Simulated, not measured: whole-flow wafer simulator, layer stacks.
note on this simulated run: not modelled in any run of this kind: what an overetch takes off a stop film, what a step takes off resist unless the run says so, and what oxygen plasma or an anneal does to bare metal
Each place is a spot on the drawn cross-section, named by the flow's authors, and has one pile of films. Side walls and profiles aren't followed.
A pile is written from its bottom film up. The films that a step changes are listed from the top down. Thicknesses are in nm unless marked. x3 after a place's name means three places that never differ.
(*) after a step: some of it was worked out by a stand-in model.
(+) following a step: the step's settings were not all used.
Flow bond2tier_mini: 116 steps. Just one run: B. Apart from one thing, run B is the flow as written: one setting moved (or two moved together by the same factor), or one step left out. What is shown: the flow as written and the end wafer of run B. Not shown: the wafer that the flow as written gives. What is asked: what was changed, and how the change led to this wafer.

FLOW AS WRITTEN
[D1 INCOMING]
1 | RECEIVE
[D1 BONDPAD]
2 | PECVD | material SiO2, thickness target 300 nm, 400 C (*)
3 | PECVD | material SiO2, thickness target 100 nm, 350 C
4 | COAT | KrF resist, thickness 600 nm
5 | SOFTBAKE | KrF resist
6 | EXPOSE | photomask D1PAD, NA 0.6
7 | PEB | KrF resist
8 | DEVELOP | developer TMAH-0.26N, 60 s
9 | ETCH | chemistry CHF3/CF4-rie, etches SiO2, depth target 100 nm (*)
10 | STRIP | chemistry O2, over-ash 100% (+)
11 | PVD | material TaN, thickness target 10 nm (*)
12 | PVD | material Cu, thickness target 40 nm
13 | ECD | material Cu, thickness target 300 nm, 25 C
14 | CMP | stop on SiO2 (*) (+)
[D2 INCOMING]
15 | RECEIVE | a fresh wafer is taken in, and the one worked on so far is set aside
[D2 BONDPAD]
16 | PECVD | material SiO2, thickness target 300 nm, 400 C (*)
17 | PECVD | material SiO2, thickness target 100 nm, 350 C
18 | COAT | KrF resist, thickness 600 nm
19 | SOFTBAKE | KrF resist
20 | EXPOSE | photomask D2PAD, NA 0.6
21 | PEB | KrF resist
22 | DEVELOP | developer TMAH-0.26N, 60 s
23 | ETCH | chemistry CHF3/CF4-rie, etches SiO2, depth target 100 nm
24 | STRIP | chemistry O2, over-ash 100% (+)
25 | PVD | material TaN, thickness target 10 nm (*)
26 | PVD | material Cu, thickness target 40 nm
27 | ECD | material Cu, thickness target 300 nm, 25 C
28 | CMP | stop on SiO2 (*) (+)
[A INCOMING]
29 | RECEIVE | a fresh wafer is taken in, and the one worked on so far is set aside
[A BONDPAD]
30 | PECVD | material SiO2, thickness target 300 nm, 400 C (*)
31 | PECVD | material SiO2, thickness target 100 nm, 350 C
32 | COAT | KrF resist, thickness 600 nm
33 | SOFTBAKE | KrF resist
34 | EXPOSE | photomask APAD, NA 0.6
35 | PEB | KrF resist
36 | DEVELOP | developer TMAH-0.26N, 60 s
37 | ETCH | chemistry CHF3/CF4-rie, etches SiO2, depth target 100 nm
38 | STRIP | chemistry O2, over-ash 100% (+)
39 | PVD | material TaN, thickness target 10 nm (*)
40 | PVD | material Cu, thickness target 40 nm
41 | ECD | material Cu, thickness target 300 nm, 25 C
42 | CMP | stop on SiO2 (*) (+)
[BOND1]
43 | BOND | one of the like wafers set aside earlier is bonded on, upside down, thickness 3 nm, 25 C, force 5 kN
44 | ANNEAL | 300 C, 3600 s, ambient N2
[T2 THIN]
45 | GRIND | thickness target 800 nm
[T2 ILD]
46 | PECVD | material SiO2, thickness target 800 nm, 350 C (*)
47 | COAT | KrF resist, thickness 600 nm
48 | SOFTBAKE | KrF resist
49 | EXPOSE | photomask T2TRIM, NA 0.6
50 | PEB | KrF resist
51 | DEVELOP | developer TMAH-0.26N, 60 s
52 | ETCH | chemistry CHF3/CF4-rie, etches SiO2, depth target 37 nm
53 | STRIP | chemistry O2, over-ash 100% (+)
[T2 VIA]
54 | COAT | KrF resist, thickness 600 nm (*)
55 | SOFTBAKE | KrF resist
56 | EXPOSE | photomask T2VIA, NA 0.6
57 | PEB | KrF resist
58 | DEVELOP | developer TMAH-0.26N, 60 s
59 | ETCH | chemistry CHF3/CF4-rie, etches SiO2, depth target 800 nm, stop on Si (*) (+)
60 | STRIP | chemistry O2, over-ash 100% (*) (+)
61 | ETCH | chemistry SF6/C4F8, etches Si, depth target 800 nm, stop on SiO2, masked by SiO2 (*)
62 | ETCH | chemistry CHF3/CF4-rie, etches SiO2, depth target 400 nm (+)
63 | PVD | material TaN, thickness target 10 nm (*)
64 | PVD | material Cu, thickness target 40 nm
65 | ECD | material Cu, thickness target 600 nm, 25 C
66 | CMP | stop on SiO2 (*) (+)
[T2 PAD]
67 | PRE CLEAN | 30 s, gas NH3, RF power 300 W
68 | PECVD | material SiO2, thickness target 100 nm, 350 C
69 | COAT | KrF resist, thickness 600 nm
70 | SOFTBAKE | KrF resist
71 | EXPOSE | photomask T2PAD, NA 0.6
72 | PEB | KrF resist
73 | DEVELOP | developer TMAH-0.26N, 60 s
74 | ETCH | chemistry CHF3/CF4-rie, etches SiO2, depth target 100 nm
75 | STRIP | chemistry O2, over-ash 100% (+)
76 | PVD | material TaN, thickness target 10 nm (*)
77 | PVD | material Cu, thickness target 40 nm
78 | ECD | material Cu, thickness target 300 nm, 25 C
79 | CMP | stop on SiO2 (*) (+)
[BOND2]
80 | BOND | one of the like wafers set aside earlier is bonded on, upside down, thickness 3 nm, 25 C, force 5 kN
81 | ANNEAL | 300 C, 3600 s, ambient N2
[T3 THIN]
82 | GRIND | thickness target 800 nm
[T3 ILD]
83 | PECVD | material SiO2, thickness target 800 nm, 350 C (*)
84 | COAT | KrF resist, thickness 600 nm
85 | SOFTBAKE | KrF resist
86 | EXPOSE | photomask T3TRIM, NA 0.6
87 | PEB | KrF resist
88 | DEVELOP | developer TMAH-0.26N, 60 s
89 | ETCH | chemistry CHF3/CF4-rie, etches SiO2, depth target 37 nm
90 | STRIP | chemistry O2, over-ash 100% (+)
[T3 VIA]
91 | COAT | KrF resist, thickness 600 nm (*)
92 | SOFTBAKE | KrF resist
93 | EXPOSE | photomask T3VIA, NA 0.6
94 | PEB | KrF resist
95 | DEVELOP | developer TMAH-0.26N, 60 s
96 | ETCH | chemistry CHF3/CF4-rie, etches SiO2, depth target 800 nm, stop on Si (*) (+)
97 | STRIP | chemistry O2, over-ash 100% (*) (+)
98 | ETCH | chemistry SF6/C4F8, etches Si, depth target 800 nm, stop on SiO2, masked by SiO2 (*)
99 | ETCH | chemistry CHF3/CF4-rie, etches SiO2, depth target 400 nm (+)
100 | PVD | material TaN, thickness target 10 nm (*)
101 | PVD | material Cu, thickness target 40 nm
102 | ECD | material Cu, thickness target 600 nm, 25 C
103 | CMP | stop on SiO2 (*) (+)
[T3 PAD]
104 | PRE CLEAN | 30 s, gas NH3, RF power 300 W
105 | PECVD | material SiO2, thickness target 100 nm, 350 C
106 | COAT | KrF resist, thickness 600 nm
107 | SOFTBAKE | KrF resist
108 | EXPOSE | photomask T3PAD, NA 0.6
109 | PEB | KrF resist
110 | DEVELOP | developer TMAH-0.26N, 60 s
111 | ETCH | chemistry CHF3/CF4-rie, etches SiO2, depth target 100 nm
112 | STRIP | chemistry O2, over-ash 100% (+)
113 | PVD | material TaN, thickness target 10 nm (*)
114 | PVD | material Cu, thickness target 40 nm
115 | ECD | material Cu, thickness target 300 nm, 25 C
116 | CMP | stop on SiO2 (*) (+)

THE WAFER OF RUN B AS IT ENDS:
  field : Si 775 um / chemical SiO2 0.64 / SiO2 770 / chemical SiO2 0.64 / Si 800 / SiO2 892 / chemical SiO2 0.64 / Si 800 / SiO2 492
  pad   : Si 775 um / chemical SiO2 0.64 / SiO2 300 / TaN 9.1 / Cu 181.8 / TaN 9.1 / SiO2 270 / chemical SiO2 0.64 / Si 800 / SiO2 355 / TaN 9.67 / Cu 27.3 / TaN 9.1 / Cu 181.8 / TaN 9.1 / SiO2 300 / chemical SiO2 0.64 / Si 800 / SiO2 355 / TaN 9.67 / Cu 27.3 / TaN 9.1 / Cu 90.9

Cause: step 3, PECVD: thickness target 70 nm was run, while the flow as written has thickness target 100 nm.

How this came from the change, step by step:
  3 | PECVD | material SiO2, thickness target 100 nm, 350 C
      field, pad, via: SiO2 gains 70 (as written it would have been: SiO2 gains 100)
  43 | BOND | one of the like wafers set aside earlier is bonded on, upside down, thickness 3 nm, 25 C, force 5 kN
      field: Si gains 775 um (new film), chemical SiO2 gains 0.64 (new film), SiO2 gains 370 (as written it would have been: Si gains 775 um (new film), chemical SiO2 gains 0.64 (new film), SiO2 gains 400)
      pad: Si gains 775 um (new film), chemical SiO2 gains 0.64 (new film), SiO2 gains 270 (new film), TaN gains 9.1 (new film), Cu gains 90.9 (as written it would have been: Si gains 775 um (new film), chemical SiO2 gains 0.64 (new film), SiO2 gains 300 (new film), TaN gains 9.1 (new film), Cu gains 90.9)
      (and at 1 other place as well)
